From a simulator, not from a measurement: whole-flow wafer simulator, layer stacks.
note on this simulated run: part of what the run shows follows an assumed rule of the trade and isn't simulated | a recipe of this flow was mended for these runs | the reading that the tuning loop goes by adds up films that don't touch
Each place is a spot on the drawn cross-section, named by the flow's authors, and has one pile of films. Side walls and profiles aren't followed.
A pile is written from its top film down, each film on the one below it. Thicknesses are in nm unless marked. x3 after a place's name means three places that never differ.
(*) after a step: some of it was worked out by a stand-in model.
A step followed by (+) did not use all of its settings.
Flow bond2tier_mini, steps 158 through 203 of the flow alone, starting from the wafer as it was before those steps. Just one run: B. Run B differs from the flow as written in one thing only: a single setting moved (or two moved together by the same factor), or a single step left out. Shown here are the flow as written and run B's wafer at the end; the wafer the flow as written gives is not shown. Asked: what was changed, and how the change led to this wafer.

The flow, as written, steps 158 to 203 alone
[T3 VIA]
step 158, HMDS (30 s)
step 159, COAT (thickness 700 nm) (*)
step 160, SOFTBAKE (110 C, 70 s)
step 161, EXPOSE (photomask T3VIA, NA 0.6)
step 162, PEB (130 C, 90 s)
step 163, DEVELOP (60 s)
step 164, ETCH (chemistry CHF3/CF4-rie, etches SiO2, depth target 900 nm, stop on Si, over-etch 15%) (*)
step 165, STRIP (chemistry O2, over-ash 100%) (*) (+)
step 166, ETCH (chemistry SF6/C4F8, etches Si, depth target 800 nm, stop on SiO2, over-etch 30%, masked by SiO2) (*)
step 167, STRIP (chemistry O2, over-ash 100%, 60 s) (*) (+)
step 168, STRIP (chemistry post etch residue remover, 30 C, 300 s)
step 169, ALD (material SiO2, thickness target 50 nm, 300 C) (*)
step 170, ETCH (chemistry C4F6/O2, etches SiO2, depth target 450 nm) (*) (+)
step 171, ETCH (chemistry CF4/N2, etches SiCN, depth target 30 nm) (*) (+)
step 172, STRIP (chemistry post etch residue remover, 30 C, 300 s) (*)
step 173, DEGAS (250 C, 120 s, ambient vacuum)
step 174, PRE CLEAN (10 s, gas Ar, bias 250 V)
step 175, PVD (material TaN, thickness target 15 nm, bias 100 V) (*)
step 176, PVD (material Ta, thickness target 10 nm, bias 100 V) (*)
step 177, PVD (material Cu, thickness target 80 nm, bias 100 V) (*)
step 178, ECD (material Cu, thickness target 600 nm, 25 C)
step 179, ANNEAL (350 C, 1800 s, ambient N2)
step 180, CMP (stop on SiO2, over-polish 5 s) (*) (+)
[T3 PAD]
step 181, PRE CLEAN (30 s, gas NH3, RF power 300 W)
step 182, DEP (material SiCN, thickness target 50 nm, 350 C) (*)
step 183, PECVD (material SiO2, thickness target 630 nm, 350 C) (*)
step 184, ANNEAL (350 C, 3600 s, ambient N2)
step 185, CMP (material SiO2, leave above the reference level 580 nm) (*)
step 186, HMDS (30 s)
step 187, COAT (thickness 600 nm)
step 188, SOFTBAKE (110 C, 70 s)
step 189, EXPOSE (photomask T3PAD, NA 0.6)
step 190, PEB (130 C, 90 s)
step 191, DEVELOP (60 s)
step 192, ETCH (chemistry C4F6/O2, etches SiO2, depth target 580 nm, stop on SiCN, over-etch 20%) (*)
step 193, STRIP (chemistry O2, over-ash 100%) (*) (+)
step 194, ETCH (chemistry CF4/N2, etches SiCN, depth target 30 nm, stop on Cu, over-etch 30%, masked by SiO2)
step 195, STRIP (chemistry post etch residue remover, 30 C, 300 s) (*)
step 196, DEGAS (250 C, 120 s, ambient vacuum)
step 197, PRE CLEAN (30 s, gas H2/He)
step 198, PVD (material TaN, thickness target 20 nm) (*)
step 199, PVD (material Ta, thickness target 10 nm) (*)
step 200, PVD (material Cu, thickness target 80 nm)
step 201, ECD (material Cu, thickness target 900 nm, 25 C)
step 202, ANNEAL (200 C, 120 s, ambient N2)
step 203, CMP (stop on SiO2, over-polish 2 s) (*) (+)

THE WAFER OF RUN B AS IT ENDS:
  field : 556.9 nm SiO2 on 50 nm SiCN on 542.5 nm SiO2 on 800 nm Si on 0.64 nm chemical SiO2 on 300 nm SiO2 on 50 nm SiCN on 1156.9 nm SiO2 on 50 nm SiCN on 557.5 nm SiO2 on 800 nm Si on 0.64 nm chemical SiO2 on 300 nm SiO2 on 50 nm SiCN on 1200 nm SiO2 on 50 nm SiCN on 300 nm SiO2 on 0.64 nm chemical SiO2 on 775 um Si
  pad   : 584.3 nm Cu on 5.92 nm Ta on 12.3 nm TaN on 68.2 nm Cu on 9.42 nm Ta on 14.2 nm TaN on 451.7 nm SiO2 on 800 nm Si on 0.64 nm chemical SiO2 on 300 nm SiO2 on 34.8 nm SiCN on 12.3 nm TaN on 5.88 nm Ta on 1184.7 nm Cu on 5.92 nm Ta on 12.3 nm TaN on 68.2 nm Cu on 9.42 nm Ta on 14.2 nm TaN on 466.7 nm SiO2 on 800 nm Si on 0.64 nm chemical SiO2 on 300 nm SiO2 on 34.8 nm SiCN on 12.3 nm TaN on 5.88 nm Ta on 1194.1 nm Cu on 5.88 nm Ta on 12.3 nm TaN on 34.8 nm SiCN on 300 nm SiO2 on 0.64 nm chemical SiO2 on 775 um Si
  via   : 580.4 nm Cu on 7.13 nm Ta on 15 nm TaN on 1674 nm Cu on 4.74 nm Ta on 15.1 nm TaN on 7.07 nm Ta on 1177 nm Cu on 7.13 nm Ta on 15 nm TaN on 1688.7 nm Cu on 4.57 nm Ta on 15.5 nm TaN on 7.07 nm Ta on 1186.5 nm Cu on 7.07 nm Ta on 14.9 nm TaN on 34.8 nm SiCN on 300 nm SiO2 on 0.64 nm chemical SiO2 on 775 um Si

The reason: step 169, ALD: thickness target 35 nm was run, whereas the flow has thickness target 50 nm.

The path from the change to this, step by step:
  step 169, ALD (material SiO2, thickness target 50 nm, 300 C) (*)
      field, pad, via: SiO2 gains 35 (it would be, as written: SiO2 gains 50)
  step 170, ETCH (chemistry C4F6/O2, etches SiO2, depth target 450 nm) (*) (+)
      via: SiO2 loses 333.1 (all of it), SiCN loses 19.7 (it would be, as written: SiO2 loses 348.1 (all of it), SiCN loses 17.2)
  step 171, ETCH (chemistry CF4/N2, etches SiCN, depth target 30 nm) (*) (+)
      via: SiCN loses 15.1 (all of it), TaN loses 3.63 (it would be, as written: SiCN loses 17.6 (all of it), TaN loses 3.01)
  step 177, PVD (material Cu, thickness target 80 nm, bias 100 V) (*)
      via: Cu gains 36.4 (new film) (it would be, as written: Cu gains 35 (new film))
